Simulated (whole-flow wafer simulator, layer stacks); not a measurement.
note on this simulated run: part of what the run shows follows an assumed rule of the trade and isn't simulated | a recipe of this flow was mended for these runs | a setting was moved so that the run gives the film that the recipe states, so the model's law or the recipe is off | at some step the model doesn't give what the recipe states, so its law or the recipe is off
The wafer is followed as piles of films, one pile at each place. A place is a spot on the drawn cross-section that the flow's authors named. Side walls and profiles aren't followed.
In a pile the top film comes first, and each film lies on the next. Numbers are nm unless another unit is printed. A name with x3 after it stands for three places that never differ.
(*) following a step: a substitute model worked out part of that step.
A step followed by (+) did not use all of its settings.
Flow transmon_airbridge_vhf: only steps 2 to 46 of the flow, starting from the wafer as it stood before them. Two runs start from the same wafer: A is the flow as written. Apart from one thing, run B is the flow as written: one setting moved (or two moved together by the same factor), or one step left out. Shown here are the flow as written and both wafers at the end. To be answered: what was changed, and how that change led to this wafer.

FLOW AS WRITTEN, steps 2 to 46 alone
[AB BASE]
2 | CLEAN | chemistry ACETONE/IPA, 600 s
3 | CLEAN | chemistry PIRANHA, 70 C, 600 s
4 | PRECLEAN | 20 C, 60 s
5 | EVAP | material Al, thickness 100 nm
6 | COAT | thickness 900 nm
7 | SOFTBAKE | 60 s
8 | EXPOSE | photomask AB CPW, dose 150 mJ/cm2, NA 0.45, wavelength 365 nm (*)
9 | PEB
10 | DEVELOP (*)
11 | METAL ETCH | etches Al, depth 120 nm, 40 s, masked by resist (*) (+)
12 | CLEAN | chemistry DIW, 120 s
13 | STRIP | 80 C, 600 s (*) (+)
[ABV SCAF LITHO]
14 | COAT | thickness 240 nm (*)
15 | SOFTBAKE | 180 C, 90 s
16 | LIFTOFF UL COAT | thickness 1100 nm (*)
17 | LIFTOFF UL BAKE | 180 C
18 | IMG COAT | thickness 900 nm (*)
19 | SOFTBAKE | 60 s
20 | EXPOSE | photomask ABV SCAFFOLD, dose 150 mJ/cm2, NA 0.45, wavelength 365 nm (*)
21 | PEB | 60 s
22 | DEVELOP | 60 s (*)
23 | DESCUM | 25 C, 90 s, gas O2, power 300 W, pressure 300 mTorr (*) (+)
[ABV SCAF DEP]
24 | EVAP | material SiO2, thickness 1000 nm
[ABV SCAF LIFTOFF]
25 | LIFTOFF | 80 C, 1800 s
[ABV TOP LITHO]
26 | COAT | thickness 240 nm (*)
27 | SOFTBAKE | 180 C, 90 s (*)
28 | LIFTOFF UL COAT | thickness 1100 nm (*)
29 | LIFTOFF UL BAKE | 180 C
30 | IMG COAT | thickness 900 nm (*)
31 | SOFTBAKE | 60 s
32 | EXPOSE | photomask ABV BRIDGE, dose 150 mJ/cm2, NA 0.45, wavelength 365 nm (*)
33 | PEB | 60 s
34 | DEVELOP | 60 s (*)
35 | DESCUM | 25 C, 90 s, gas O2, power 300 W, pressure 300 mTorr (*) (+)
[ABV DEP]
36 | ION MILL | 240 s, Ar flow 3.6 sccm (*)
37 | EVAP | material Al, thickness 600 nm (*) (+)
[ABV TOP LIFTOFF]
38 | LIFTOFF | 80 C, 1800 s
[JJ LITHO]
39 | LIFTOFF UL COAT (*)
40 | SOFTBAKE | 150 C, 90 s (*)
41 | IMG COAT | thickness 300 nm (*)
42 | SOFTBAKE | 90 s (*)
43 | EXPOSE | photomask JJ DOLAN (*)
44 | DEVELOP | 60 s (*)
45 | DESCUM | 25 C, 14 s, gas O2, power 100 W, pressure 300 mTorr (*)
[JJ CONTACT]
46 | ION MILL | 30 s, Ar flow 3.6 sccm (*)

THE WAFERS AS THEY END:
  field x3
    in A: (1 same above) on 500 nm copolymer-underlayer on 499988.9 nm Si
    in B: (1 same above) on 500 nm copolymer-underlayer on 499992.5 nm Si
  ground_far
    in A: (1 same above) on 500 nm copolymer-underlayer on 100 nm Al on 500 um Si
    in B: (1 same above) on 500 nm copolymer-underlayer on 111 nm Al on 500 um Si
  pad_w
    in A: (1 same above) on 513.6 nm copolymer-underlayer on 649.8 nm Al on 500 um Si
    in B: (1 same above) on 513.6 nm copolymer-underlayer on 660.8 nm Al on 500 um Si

The reason: step 5, EVAP: thickness 111 nm was run, whereas the flow has thickness 100 nm.
The wafer lets one read it off: ground_far has Al 111, and step 5 as written asks for 100 nm.

The path from the change to this, step by step:
  5 | EVAP | material Al, thickness 100 nm
      field x3, jj_line, ground_far and 12 more: A Al gains 100 (new film) | B Al gains 111 (new film)
  11 | METAL ETCH | etches Al, depth 120 nm, 40 s, masked by resist (*) (+)
      field x3, jj_line, gap_w, gap_e: A Al loses 86.7 (all of it), Si loses 11.1 | B Al loses 97.7 (all of it), Si loses 7.44
